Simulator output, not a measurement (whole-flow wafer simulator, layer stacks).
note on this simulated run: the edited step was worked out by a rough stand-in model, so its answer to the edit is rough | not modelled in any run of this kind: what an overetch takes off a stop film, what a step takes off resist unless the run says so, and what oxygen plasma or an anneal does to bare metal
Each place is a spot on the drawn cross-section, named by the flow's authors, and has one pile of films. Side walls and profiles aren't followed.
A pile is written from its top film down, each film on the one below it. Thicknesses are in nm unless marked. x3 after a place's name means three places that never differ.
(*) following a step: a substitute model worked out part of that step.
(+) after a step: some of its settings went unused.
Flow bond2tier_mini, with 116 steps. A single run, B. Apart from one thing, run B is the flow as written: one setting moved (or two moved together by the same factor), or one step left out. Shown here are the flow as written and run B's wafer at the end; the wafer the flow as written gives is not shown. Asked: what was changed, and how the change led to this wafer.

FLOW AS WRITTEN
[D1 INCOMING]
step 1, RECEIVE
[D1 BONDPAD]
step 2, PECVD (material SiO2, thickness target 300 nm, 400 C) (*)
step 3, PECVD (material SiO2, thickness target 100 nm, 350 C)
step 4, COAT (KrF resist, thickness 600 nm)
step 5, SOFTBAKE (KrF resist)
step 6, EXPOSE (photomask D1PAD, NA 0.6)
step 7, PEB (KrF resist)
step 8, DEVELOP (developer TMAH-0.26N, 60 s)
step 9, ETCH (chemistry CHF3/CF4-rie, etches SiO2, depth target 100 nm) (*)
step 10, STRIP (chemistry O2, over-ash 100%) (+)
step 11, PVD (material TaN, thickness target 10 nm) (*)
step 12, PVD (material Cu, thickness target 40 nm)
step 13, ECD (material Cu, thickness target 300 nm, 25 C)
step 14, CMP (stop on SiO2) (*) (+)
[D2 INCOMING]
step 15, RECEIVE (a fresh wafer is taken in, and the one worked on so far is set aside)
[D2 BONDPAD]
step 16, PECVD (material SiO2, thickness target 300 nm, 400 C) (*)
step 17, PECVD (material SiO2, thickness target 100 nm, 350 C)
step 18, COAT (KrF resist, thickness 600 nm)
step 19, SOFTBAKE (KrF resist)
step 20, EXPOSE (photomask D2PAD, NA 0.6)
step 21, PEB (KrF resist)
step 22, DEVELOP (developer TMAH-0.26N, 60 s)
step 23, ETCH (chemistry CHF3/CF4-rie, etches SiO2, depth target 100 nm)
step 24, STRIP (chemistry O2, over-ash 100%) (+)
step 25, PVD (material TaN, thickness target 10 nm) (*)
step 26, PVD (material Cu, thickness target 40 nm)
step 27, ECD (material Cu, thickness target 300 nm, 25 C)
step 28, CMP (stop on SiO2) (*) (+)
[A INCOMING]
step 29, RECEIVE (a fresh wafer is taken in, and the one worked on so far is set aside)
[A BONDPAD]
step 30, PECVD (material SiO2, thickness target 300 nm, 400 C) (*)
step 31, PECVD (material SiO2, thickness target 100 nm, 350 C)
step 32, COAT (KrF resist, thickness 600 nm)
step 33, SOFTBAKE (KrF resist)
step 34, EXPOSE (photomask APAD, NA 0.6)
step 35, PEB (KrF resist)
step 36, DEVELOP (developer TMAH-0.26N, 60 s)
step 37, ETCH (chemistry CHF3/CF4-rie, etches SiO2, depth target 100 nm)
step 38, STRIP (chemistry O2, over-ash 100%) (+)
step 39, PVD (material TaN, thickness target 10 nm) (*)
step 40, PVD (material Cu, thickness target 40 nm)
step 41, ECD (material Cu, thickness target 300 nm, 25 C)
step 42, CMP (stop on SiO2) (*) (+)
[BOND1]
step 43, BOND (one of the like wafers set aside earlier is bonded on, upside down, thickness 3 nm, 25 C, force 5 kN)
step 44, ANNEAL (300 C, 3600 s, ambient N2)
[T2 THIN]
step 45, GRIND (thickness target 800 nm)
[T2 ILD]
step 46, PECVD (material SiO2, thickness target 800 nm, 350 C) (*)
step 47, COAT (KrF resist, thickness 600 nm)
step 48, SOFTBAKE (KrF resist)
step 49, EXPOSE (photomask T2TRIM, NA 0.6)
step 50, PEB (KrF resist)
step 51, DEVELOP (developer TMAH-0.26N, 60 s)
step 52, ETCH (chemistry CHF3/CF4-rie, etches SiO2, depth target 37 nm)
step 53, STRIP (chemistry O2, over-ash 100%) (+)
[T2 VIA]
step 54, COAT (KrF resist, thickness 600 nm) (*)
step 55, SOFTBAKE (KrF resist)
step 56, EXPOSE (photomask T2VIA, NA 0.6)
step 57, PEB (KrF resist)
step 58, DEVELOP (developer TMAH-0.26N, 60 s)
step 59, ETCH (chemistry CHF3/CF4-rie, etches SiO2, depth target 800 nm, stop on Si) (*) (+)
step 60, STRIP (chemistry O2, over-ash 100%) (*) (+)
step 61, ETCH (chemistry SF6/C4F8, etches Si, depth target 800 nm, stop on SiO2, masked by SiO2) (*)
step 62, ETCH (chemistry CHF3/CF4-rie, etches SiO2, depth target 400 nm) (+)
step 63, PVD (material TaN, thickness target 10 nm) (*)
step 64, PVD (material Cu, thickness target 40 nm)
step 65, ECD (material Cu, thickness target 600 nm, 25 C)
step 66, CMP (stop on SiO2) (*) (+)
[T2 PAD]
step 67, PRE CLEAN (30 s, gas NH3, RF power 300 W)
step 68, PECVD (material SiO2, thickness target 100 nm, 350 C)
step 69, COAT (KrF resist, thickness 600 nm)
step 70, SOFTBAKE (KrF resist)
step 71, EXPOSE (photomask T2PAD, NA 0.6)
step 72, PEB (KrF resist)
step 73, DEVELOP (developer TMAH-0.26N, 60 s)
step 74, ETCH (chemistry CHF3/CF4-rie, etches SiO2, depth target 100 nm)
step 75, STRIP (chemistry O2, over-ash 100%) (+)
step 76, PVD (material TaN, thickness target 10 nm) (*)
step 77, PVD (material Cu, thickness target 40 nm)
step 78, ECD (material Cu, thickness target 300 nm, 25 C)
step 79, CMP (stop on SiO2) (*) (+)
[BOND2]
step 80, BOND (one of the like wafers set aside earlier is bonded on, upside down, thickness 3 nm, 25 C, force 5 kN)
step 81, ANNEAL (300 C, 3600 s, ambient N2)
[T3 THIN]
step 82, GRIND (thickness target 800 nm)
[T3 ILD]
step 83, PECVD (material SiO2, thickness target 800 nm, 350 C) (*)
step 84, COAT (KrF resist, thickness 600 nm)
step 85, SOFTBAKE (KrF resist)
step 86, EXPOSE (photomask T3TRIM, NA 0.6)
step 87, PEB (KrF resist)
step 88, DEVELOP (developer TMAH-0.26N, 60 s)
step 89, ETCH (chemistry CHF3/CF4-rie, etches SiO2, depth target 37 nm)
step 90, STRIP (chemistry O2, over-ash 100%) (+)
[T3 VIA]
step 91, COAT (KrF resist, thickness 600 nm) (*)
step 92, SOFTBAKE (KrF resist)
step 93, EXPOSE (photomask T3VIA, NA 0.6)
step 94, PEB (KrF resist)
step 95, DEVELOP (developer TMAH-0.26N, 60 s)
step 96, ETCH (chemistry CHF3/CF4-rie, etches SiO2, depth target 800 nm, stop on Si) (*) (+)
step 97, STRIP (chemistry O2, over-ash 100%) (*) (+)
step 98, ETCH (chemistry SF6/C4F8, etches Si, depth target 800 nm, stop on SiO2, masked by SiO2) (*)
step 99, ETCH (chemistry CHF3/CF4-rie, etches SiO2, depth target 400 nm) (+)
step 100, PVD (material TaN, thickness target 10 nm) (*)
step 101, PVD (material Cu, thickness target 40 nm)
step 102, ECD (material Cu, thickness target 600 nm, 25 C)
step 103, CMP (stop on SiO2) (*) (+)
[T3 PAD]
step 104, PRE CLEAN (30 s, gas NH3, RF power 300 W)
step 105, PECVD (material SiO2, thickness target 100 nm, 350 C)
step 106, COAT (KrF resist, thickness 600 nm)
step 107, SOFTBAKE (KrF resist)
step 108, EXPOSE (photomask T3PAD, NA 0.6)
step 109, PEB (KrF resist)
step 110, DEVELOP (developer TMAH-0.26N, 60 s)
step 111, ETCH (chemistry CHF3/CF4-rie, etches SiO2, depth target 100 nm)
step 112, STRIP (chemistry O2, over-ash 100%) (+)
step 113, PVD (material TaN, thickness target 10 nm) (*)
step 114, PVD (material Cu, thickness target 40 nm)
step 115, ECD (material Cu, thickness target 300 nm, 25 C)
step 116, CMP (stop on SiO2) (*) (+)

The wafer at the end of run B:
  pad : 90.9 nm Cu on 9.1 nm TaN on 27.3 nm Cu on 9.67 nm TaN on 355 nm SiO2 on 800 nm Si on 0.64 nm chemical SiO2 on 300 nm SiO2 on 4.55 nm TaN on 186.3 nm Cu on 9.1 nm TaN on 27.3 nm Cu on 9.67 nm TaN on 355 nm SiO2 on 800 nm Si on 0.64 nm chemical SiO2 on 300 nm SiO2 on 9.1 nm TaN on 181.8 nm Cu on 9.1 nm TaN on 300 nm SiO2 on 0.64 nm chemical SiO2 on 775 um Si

Cause: step 25, PVD: thickness target 5 nm was run, though the flow has thickness target 10 nm.

The path from the change to this, step by step:
  step 25, PVD (material TaN, thickness target 10 nm) (*)
      field: +5 TaN (new film) (in the flow as written it would be: +10 TaN (new film))
      pad: +4.55 TaN (new film) (in the flow as written it would be: +9.1 TaN (new film))
      (and at 1 other place as well)
  step 28, CMP (stop on SiO2) (*) (+)
      field: -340 Cu (all of it), -5 TaN (all of it) (in the flow as written it would be: -340 Cu (all of it), -10 TaN (all of it))
  step 80, BOND (one of the like wafers set aside earlier is bonded on, upside down, thickness 3 nm, 25 C, force 5 kN)
      pad: +775 um Si (new film), +0.64 chemical SiO2 (new film), +300 SiO2 (new film), +4.55 TaN (new film), +95.4 Cu (in the flow as written it would be: +775 um Si (new film), +0.64 chemical SiO2 (new film), +300 SiO2 (new film), +9.1 TaN (new film), +90.9 Cu)
